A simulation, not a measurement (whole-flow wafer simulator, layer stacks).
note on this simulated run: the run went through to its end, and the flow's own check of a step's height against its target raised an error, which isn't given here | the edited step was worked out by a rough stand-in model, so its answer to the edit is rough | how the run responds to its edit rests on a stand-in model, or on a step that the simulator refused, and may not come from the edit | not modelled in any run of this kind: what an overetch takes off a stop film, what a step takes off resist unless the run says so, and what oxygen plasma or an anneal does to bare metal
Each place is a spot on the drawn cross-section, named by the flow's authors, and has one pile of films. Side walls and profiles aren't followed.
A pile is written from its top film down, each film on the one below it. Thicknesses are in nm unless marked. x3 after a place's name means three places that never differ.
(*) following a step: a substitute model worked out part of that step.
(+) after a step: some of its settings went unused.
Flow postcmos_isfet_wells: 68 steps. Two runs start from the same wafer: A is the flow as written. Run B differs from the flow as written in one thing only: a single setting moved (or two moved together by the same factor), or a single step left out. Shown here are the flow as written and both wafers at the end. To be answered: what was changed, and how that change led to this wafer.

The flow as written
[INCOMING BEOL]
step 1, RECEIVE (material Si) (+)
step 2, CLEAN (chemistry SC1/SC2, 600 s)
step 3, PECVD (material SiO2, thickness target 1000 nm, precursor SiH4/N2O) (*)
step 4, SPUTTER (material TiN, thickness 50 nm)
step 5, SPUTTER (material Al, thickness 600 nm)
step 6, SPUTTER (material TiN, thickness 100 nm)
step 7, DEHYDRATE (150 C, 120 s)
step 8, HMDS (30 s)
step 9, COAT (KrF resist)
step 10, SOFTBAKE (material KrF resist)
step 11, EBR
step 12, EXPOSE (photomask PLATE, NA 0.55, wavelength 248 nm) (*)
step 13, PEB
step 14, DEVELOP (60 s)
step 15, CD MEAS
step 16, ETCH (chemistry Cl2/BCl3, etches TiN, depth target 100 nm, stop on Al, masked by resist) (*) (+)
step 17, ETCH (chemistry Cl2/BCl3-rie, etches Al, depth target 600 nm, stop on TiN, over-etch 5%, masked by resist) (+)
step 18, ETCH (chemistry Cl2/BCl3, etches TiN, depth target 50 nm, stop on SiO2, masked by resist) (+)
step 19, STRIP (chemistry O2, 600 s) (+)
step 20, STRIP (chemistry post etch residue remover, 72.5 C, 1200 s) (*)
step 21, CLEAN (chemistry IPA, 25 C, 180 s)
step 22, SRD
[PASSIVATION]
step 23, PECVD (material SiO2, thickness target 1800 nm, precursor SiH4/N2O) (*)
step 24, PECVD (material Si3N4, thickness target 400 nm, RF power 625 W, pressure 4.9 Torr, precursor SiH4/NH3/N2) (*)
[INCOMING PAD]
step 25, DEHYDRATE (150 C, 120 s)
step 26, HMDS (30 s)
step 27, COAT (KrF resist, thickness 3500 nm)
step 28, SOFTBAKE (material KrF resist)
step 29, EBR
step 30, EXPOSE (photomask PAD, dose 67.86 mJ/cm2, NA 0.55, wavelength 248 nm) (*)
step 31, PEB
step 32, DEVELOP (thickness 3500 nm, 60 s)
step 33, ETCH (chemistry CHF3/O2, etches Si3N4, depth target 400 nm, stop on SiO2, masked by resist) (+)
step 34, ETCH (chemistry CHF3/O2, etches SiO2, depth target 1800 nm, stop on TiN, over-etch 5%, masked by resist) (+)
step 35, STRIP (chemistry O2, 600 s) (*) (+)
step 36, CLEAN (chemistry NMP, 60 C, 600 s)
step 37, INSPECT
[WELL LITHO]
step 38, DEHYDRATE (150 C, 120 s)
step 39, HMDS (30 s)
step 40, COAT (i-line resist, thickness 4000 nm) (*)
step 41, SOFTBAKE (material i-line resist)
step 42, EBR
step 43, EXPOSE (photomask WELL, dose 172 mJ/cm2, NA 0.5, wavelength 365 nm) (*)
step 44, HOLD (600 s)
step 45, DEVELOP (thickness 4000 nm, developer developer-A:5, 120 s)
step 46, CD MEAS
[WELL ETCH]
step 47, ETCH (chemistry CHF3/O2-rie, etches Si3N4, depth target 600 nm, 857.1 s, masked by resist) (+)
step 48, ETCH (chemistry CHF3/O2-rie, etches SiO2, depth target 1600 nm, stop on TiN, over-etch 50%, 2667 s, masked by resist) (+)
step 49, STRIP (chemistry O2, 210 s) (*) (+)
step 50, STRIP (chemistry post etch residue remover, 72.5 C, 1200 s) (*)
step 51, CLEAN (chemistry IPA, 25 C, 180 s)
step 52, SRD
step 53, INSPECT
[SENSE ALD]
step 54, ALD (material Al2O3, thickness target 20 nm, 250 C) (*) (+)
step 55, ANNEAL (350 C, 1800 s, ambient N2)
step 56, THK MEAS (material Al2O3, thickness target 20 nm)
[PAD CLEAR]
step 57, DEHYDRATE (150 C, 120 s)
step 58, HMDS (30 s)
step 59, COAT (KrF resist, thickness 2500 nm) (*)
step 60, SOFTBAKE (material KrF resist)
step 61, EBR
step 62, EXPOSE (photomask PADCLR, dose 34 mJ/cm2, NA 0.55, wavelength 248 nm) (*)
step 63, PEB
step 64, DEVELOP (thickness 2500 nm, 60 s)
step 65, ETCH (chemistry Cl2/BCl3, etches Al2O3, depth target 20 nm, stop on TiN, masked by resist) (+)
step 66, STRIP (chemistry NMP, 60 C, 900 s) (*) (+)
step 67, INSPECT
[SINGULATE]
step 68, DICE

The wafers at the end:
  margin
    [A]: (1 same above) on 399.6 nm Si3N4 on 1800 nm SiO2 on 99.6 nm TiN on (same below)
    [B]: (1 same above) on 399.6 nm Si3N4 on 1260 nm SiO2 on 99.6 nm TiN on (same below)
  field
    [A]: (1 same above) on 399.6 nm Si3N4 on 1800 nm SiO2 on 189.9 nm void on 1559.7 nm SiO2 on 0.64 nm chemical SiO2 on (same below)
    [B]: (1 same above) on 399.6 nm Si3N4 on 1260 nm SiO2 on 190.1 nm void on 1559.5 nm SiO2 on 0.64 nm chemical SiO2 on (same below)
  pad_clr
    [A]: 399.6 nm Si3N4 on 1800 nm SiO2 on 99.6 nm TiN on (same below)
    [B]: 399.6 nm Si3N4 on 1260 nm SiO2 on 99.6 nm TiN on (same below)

The reason: step 23, PECVD: thickness target 1260 nm was run, whereas the flow has thickness target 1800 nm.
The wafer itself shows it: margin has SiO2 1260, and step 23 as written asks for 1800 nm.

Step by step, how the change led to this:
  step 23, PECVD (material SiO2, thickness target 1800 nm, precursor SiH4/N2O) (*)
      margin, well900, well1300 x3, pad_rim, pad_clr, pad_open: A +1800 SiO2 (new film) | B +1260 SiO2 (new film)
      field: A +1800 SiO2 (new film), +189.9 void (new film), +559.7 SiO2 | B +1260 SiO2 (new film), +190.1 void (new film), +559.5 SiO2
  step 34, ETCH (chemistry CHF3/O2, etches SiO2, depth target 1800 nm, stop on TiN, over-etch 5%, masked by resist) (+)
      field, margin, well900, well1300 x3, pad_rim, pad_clr: A -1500 KrF resist | B -1102.5 KrF resist
      pad_open: A -1800 SiO2 (all of it) | B -1260 SiO2 (all of it)
  step 35, STRIP (chemistry O2, 600 s) (*) (+)
      field, margin, well900, well1300 x3, pad_rim, pad_clr: A -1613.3 KrF resist (all of it) | B -2010.8 KrF resist (all of it)
  step 40, COAT (i-line resist, thickness 4000 nm) (*)
      pad_clr: A +3256.8 i-line resist (new film) | B +3427.9 i-line resist (new film)
      pad_open: A +4804.7 i-line resist (new film) | B +4610.1 i-line resist (new film)
  step 41, SOFTBAKE (material i-line resist)
      pad_clr: A -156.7 i-line resist | B -105.2 i-line resist
      pad_open: A +115.3 i-line resist | B +90.3 i-line resist
  step 48, ETCH (chemistry CHF3/O2-rie, etches SiO2, depth target 1600 nm, stop on TiN, over-etch 50%, 2667 s, masked by resist) (+)
      well900, well1300 x3: A -1600 SiO2 (all of it) | B -1060 SiO2 (all of it)
  step 49, STRIP (chemistry O2, 210 s) (*) (+)
      pad_clr: A -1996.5 i-line resist (all of it) | B -2219.1 i-line resist (all of it)
      pad_open: A -3816.3 i-line resist (all of it) | B -3596.7 i-line resist (all of it)
  step 59, COAT (KrF resist, thickness 2500 nm) (*)
      field: A +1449 KrF resist (new film) | B +1707 KrF resist (new film)
      margin: A +1448.9 KrF resist (new film) | B +1706.9 KrF resist (new film)
      (also at 3 further places)
  step 63, PEB
      field, margin: A -10.1 KrF resist | B -11.9 KrF resist
      pad_rim: A -13.9 KrF resist | B -14.8 KrF resist
      (also at 2 further places)
  step 64, DEVELOP (thickness 2500 nm, 60 s)
      pad_clr: A -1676 KrF resist (all of it) | B -1861.3 KrF resist (all of it)
      pad_open: A -3045.1 KrF resist (all of it) | B -2906.7 KrF resist (all of it)
  step 66, STRIP (chemistry NMP, 60 C, 900 s) (*) (+)
      field, margin: A -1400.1 KrF resist (all of it) | B -1656.2 KrF resist (all of it)
      pad_rim: A -1923.7 KrF resist (all of it) | B -2048.8 KrF resist (all of it)
